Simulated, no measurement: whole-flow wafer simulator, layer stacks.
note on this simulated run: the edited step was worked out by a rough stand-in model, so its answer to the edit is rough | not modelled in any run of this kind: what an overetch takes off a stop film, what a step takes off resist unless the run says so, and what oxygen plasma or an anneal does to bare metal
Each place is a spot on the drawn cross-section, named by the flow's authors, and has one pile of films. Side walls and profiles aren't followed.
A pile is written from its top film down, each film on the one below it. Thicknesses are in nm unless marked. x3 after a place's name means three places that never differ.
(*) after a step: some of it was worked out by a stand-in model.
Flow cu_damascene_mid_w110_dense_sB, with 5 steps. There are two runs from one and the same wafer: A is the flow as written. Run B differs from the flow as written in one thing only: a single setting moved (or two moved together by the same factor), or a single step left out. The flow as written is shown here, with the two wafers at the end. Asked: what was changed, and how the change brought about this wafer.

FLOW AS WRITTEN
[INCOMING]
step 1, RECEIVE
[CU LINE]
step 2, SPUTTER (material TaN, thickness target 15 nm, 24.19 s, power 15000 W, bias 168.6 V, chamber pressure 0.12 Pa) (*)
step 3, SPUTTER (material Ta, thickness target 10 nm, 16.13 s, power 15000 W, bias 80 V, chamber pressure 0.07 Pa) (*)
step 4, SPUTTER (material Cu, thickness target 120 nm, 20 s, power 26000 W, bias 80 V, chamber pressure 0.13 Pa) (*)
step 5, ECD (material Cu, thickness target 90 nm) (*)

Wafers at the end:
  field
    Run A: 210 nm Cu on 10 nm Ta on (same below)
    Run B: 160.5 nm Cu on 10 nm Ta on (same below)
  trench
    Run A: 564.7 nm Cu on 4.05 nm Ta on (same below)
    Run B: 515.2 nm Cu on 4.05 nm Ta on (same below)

The reason: step 5, ECD: thickness target 40.5 nm was run, while the flow as written has thickness target 90 nm.

Step by step, how the change led to this:
  step 5, ECD (material Cu, thickness target 90 nm) (*)
      field: A Cu gains 90 | B Cu gains 40.5
      trench: A Cu gains 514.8 | B Cu gains 465.3
